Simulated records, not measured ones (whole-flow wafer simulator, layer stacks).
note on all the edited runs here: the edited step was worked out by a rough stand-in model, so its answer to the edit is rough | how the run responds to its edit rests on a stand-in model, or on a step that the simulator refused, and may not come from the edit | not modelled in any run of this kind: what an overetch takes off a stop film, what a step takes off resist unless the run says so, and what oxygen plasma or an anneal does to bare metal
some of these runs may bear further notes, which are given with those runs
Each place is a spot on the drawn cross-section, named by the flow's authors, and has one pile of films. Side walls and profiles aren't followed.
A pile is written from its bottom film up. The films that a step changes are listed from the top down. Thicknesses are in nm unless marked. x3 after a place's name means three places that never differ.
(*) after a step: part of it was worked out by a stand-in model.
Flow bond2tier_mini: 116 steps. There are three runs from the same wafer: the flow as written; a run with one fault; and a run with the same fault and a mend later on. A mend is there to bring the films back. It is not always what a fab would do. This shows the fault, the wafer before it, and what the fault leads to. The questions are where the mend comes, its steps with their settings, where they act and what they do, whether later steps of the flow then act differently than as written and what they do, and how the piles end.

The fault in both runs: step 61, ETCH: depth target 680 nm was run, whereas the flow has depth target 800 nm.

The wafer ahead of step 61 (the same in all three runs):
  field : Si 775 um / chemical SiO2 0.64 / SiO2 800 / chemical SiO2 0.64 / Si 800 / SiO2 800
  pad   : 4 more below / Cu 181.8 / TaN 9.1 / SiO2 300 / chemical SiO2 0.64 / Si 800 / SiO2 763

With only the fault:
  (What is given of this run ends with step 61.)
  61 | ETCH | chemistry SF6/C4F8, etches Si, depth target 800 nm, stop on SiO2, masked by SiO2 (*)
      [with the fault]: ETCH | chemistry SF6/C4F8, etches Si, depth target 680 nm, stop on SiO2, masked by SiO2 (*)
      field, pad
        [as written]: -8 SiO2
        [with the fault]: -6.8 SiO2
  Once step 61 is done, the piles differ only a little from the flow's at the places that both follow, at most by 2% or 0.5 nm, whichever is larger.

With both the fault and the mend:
  After step 61 comes the mend.
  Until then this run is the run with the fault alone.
  61a | ETCH | chemistry SF6/C4F8, etches Si, depth target 120 nm, stop on SiO2, masked by SiO2 (*) (the flow's step 61, run once more with other settings)
      field, pad
        -1.2 SiO2
  None of the later steps of the flow acts differently than as written at any place that is followed.
  By the end, the piles equal the flow's at every place that both follow.
